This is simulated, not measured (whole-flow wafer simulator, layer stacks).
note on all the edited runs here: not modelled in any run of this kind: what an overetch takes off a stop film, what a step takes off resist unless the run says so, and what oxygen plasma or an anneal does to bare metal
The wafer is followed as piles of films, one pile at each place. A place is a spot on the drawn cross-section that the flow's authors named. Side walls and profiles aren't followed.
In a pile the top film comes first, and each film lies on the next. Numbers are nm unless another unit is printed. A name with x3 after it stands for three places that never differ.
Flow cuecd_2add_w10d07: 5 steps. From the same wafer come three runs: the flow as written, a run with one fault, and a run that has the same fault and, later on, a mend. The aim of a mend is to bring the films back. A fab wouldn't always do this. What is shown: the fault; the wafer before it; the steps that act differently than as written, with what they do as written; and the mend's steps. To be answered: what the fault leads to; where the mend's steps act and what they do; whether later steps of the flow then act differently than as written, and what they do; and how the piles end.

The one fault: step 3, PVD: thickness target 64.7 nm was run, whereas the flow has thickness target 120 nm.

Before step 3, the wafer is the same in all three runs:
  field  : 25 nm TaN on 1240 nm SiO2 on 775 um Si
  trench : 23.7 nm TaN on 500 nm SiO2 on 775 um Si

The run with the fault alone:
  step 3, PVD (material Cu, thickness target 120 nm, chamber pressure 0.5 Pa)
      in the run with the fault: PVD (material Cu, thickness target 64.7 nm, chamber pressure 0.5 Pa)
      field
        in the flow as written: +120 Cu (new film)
        in the run with the fault: +64.7 Cu (new film)
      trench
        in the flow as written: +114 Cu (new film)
        in the run with the fault: +61.4 Cu (new film)
  Later steps of the flow that are run all act as written at every place that is followed.
  By the end, the piles at field, trench depart from the flow's by more than 2% or 0.5 nm, whichever is larger.
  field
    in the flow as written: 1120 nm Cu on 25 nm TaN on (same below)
    in the run with the fault: 1064.7 nm Cu on 25 nm TaN on (same below)
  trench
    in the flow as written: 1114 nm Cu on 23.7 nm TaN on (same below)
    in the run with the fault: 1061.4 nm Cu on 23.7 nm TaN on (same below)

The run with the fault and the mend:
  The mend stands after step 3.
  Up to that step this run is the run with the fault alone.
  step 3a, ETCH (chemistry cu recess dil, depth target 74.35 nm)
      field
        -64.7 Cu (all of it)
      trench
        -61.4 Cu (all of it)
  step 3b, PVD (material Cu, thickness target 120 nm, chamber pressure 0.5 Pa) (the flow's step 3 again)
      field
        +120 Cu (new film)
      trench
        +114 Cu (new film)
  Later steps of the flow that are run all act as written at every place that is followed.
  By the end, the piles equal the flow's at every place that both follow.
